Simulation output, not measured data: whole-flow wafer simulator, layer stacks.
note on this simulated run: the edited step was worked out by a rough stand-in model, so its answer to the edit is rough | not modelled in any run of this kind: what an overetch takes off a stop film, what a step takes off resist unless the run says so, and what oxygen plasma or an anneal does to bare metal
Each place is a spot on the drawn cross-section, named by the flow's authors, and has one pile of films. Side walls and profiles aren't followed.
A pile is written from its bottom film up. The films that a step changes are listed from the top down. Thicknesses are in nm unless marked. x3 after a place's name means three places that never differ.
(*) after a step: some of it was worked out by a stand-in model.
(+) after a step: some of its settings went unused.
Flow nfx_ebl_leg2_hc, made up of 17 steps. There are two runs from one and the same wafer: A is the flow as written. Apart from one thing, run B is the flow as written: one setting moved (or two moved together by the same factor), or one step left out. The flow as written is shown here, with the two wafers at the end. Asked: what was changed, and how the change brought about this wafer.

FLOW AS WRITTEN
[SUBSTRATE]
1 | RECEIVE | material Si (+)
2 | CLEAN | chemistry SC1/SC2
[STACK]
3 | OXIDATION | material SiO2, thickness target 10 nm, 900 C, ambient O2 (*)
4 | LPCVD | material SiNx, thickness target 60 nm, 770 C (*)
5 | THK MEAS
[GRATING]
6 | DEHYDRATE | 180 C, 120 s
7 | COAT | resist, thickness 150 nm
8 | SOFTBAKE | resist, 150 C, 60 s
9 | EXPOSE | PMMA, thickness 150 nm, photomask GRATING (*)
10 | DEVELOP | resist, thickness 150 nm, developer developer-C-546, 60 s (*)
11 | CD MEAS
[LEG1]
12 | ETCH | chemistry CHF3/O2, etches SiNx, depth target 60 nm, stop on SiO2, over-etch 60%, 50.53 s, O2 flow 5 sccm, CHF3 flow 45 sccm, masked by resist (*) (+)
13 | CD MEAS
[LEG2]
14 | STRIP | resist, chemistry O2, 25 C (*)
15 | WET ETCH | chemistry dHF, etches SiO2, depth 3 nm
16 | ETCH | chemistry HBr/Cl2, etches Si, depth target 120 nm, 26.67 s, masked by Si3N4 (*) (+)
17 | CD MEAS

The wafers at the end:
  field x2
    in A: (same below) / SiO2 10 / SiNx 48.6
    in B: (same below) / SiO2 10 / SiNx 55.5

Cause: step 4, LPCVD: thickness target 66.9 nm was run, though the flow has thickness target 60 nm.

The path from the change to this, step by step:
  4 | LPCVD | material SiNx, thickness target 60 nm, 770 C (*)
      field x2, pad x2: A +60 SiNx (new film) | B +66.9 SiNx (new film)
  12 | ETCH | chemistry CHF3/O2, etches SiNx, depth target 60 nm, stop on SiO2, over-etch 60%, 50.53 s, O2 flow 5 sccm, CHF3 flow 45 sccm, masked by resist (*) (+)
      pad x2: A -60 SiNx (all of it), -10 SiO2 (all of it) | B -66.9 SiNx (all of it), -10 SiO2 (all of it)
